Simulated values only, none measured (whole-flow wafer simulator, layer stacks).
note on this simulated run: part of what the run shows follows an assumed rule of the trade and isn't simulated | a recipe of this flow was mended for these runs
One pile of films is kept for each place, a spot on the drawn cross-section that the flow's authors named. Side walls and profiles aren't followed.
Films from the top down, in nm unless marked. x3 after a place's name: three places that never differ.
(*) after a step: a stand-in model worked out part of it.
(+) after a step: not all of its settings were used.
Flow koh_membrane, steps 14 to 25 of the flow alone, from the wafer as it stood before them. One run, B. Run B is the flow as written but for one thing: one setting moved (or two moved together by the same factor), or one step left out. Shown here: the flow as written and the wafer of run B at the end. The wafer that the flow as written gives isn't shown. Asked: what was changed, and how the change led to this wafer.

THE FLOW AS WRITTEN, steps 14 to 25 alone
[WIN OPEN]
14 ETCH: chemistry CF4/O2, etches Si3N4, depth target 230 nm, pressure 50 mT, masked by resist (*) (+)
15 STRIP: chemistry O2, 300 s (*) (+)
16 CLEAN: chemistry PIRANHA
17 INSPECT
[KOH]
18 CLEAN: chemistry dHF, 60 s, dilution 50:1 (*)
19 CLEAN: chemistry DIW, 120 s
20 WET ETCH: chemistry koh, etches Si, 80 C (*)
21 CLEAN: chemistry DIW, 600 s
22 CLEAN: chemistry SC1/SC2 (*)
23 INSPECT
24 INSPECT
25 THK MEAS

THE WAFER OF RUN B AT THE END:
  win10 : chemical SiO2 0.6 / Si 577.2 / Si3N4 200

The cause: step 14, ETCH: depth target 284 nm was run, where the flow has depth target 230 nm.

How the change led to this, step by step:
  14 ETCH: chemistry CF4/O2, etches Si3N4, depth target 230 nm, pressure 50 mT, masked by resist (*) (+)
      win20 x4, win10: Si3N4 -200 (all of it), chemical SiO2 -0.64 (all of it), Si -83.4 (as written it would be: Si3N4 -200 (all of it), chemical SiO2 -0.64 (all of it), Si -29.4)
      field: i-line-resist -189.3 (as written it would be: i-line-resist -153.3)
  15 STRIP: chemistry O2, 300 s (*) (+)
      field: i-line-resist -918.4 (all of it) (as written it would be: i-line-resist -954.4 (all of it))
